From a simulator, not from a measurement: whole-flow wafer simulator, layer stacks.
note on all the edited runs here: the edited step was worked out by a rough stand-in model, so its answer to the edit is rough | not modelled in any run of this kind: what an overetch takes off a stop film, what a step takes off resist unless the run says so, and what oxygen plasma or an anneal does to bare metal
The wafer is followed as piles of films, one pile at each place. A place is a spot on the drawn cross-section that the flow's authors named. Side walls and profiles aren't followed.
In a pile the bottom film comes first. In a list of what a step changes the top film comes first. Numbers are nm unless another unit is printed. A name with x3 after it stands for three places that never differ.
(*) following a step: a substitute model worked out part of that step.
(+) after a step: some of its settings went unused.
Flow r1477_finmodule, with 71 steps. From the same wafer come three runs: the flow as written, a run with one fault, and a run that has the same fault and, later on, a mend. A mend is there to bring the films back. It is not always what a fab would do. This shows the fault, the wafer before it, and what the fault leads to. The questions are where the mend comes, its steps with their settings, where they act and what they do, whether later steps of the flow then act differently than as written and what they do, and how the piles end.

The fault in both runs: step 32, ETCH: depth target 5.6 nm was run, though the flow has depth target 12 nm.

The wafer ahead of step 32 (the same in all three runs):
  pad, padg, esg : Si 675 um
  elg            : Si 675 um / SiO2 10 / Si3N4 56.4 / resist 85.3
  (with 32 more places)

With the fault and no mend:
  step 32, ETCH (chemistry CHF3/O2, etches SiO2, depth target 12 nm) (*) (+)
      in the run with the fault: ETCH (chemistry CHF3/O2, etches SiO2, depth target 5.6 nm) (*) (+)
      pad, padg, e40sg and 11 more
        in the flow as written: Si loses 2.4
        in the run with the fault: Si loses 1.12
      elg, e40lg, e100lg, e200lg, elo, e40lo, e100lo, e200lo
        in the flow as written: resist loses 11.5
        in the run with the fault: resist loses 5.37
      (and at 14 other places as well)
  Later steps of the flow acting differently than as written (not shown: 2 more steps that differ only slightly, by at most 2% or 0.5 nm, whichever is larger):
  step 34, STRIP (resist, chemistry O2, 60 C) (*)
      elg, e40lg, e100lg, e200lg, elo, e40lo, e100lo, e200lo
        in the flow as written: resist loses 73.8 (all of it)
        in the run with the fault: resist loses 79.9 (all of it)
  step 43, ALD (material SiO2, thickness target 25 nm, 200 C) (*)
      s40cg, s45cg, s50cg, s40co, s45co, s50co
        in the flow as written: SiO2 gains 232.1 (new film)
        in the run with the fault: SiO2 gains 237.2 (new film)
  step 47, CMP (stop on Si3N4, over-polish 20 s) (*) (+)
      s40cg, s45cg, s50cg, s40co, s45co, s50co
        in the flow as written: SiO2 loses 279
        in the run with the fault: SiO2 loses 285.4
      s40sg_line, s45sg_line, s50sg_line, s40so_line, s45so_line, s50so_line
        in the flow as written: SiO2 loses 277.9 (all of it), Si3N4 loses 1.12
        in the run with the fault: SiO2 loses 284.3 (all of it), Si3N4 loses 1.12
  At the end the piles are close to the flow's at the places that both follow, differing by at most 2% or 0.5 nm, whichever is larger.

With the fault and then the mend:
  The mend follows step 32.
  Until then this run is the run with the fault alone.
  step 32a, ETCH (chemistry CHF3/O2, etches SiO2, depth target 6.4 nm) (*) (the flow's step 32, run once more with other settings)
      pad, padg, e40sg and 11 more
        Si loses 1.28
      elg, e40lg, e100lg, e200lg, elo, e40lo, e100lo, e200lo
        resist loses 6.13
      s40sg_line, s45sg_line, s50sg_line, s40so_line, s45so_line, s50so_line
        SiO2 loses 6.4
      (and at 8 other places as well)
  None of the later steps of the flow differs from how it acts as written, at any place that is followed, by more than 2% or 0.5 nm, whichever is larger.
  At the end the piles are close to the flow's at the places that both follow, differing by at most 2% or 0.5 nm, whichever is larger.
